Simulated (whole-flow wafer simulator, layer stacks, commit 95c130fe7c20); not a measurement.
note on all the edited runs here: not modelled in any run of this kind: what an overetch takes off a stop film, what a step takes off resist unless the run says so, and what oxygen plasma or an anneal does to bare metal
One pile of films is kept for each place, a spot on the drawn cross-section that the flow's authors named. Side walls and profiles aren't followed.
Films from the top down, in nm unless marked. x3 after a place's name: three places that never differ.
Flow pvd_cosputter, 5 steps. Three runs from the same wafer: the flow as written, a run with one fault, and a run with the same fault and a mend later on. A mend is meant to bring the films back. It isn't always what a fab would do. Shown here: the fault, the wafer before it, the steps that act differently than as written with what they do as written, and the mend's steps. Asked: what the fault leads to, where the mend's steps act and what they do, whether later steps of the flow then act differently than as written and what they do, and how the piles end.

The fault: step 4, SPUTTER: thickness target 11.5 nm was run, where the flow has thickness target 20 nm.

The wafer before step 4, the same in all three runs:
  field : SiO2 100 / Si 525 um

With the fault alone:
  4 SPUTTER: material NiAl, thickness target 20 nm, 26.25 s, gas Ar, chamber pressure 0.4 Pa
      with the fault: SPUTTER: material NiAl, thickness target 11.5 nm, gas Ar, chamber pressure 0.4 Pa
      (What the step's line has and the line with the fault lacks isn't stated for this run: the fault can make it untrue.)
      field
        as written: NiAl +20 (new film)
        with the fault: NiAl +11.5 (new film)
  No later step of the flow acts differently than as written at any place that is followed.
  At the end the piles differ from the flow's by more than 2% or 0.5 nm, whichever is larger, at field.
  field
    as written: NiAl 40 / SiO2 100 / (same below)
    with the fault: NiAl 31.5 / SiO2 100 / (same below)

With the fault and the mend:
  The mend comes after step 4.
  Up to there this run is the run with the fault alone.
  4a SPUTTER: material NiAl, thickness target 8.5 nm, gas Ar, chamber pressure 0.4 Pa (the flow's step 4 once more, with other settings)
      field
        NiAl +8.5
  No later step of the flow acts differently than as written at any place that is followed.
  At the end the piles are the same as the flow's at every place that both follow.
